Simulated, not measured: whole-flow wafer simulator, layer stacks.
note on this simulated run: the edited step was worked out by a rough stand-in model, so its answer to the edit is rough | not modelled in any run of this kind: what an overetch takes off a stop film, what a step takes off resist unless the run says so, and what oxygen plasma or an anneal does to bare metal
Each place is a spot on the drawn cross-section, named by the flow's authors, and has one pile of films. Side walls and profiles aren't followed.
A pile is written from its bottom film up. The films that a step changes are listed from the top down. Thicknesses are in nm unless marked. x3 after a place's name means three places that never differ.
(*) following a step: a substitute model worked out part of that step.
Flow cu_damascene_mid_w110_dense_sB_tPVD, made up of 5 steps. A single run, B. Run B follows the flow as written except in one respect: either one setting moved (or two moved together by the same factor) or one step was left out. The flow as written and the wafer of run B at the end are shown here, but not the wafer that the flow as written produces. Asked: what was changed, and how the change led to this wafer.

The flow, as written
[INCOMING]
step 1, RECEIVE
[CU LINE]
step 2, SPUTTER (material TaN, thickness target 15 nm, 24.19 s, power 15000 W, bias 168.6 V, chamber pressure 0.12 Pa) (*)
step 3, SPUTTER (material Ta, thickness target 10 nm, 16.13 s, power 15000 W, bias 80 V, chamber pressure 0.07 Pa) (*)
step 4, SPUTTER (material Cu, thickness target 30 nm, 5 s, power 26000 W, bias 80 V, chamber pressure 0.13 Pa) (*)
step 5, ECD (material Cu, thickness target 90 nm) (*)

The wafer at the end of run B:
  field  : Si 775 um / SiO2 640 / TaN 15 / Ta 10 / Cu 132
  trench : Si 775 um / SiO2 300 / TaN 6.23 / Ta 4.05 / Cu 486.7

What caused this: step 4, SPUTTER: thickness target 42 nm was run, though the flow has thickness target 30 nm.

The path from the change to this, step by step:
  step 4, SPUTTER (material Cu, thickness target 30 nm, 5 s, power 26000 W, bias 80 V, chamber pressure 0.13 Pa) (*)
      field: Cu gains 42 (new film) (as written it would have been: Cu gains 30 (new film))
      trench: Cu gains 17.5 (new film) (as written it would have been: Cu gains 12.5 (new film))
